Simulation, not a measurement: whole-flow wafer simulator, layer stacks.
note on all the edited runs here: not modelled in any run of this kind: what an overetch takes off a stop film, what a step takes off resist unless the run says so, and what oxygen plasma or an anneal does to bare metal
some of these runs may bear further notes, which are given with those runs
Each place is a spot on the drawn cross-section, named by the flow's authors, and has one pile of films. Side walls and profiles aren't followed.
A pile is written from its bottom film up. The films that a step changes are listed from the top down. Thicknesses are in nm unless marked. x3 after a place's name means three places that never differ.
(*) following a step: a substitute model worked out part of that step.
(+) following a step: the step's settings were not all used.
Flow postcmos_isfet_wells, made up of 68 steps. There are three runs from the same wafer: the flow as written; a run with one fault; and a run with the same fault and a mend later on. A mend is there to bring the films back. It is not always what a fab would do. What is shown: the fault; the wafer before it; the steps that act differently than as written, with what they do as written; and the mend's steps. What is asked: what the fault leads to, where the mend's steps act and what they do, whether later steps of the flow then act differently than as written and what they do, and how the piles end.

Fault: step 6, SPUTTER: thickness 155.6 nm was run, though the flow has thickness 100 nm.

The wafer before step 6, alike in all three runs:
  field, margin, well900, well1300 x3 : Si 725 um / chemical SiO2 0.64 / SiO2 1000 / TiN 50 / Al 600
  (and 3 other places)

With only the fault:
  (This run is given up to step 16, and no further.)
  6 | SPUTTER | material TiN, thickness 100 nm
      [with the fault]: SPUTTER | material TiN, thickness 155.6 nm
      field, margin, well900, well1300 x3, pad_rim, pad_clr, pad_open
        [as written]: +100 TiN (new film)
        [with the fault]: +155.6 TiN (new film)
  Later steps of the flow acting differently than as written:
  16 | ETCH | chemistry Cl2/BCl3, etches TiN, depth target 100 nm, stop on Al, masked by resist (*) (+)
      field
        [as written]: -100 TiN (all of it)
        [with the fault]: -100 TiN
  The piles after step 16 differ from the flow's at field, margin, well900, well1300 x3, pad_rim, pad_clr, pad_open by more than 2% or 0.5 nm, whichever is larger.
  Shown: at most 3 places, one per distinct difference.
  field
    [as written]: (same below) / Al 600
    [with the fault]: (same below) / Al 600 / TiN 55.6
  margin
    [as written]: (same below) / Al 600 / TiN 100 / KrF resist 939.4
    [with the fault]: (same below) / Al 600 / TiN 155.6 / KrF resist 939.4

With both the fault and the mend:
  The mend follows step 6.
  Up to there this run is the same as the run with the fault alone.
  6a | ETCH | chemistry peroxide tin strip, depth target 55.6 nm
      field, margin, well900, well1300 x3, pad_rim, pad_clr, pad_open
        -55.6 TiN
  None of the later steps of the flow acts differently than as written at any place that is followed.
  The piles end the same as the flow's at every place that both follow.
